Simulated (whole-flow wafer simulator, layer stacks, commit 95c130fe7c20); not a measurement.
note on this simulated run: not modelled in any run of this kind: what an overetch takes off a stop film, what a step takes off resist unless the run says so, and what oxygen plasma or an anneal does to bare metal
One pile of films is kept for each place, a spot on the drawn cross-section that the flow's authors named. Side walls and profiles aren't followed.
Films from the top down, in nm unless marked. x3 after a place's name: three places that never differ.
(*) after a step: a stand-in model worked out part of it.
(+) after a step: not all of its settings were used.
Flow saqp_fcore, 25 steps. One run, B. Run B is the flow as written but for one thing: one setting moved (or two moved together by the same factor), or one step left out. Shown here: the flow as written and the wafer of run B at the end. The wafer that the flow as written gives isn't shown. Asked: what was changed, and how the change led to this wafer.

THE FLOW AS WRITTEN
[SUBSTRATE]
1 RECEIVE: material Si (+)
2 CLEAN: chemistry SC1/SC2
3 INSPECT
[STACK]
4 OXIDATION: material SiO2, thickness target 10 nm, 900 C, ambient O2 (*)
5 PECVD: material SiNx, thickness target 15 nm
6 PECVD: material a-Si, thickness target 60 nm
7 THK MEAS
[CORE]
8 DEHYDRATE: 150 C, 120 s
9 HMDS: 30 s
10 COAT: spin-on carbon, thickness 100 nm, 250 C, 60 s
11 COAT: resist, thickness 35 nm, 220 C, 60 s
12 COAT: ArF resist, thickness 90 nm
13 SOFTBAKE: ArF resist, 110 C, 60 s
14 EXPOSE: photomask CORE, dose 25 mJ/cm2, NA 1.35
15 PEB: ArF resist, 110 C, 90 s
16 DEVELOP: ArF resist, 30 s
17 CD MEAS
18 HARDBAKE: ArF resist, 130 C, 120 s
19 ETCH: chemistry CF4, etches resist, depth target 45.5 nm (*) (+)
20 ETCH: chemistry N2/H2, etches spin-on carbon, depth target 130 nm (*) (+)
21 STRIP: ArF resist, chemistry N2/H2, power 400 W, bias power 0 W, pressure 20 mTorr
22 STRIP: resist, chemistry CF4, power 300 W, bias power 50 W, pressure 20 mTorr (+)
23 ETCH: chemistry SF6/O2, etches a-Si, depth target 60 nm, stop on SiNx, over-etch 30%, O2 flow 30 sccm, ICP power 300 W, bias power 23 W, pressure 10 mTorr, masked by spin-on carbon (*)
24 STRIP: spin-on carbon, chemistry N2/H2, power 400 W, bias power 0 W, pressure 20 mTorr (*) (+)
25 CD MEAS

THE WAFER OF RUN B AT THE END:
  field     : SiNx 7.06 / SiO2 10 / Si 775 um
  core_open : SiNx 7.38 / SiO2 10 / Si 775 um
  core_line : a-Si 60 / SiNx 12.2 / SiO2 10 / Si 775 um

The cause: step 5, PECVD: thickness target 12.2 nm was run, where the flow has thickness target 15 nm.
It can be read off the wafer: core_line has SiNx 12.2, and step 5 as written asks for 15 nm.

How the change led to this, step by step:
  5 PECVD: material SiNx, thickness target 15 nm
      field, core_open, core_line: SiNx +12.2 (new film) (as written it would be: SiNx +15 (new film))
